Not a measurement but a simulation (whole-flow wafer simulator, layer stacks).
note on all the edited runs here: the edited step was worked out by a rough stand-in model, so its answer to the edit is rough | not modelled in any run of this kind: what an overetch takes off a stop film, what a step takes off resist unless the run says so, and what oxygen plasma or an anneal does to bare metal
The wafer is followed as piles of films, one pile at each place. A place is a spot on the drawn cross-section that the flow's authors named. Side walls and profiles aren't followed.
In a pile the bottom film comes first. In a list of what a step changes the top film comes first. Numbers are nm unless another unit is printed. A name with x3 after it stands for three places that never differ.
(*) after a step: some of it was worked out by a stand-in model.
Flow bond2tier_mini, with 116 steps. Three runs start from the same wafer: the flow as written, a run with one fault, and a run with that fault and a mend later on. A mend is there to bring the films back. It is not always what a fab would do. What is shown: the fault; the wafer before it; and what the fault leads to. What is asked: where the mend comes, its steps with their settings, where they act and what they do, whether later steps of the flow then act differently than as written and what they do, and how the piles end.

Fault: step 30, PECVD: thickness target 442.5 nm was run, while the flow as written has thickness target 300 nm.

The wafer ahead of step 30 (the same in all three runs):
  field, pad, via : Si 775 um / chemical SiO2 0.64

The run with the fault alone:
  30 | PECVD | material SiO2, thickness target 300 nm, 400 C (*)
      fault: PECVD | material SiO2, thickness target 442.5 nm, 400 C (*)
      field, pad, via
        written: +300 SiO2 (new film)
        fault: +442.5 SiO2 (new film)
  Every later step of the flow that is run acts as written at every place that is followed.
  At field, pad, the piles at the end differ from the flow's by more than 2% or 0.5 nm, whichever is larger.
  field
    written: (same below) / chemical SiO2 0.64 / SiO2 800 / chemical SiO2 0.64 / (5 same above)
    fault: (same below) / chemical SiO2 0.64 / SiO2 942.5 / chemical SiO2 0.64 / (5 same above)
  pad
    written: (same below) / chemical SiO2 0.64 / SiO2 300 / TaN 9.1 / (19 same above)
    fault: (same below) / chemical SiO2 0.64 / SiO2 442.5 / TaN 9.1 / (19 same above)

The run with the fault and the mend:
  After step 30 comes the mend.
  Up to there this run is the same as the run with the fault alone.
  30a | ETCH | chemistry CHF3/CF4-rie, etches SiO2, depth target 142.5 nm (the flow's step 9, run once more with other settings)
      field, pad, via
        -142.5 SiO2
  Every later step of the flow that is run acts as written at every place that is followed.
  The piles end the same as the flow's at every place that both follow.
